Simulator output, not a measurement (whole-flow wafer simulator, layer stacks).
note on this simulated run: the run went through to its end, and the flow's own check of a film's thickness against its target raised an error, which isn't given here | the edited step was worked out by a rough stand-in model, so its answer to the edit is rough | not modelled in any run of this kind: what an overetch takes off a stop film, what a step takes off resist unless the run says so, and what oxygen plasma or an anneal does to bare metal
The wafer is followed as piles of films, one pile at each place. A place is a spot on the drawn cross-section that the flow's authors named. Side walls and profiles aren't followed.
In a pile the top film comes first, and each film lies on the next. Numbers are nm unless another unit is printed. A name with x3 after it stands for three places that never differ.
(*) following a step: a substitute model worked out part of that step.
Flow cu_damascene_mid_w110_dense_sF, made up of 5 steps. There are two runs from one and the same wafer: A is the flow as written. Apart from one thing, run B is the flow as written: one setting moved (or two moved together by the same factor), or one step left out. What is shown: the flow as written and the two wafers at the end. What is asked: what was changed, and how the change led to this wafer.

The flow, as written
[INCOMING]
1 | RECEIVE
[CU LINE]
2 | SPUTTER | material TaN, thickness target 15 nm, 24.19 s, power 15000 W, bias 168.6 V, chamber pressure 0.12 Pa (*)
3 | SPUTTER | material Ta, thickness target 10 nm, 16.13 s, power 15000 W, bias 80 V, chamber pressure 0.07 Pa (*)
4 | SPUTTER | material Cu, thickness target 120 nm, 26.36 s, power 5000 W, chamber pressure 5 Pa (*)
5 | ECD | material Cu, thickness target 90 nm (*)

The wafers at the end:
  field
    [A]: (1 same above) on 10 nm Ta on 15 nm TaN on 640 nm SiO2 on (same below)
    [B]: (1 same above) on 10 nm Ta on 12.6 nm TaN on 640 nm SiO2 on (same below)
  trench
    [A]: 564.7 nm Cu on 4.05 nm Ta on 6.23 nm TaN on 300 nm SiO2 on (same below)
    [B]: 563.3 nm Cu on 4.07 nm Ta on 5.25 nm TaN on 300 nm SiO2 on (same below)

The reason: step 2, SPUTTER: power 12640 W was run, though the flow has power 15000 W.

How this came from the change, step by step:
  2 | SPUTTER | material TaN, thickness target 15 nm, 24.19 s, power 15000 W, bias 168.6 V, chamber pressure 0.12 Pa (*)
      field: A +15 TaN (new film) | B +12.6 TaN (new film)
      trench: A +6.23 TaN (new film) | B +5.25 TaN (new film)
